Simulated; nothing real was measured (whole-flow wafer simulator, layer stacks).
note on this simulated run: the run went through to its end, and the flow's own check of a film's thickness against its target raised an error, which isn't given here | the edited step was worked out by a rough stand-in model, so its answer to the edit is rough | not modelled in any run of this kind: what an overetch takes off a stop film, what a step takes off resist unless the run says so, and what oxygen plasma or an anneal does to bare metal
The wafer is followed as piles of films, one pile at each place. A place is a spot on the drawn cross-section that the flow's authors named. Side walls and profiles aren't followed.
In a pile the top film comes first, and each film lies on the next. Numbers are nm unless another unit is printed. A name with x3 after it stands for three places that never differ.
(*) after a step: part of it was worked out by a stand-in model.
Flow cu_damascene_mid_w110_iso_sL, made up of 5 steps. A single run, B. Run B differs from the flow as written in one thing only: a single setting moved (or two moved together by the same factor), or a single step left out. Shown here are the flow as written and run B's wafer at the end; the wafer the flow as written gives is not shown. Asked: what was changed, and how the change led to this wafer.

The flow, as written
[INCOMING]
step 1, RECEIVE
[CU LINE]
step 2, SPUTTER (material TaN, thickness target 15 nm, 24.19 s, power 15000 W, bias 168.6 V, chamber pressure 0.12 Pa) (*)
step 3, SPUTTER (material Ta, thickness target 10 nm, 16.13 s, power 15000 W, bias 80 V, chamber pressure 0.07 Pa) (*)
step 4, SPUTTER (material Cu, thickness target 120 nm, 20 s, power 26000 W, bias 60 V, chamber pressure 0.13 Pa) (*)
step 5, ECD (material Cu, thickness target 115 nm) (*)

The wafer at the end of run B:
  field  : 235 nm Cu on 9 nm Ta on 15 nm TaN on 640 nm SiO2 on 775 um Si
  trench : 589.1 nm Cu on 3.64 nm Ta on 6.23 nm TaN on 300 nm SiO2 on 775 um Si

The reason: step 3, SPUTTER: thickness target 9 nm was run, whereas the flow has thickness target 10 nm.
One can read it off the wafer: field has Ta 9, and step 3 as written asks for 10 nm.

Step by step, how the change led to this:
  step 3, SPUTTER (material Ta, thickness target 10 nm, 16.13 s, power 15000 W, bias 80 V, chamber pressure 0.07 Pa) (*)
      field: +9 Ta (new film) (as written it would have been: +10 Ta (new film))
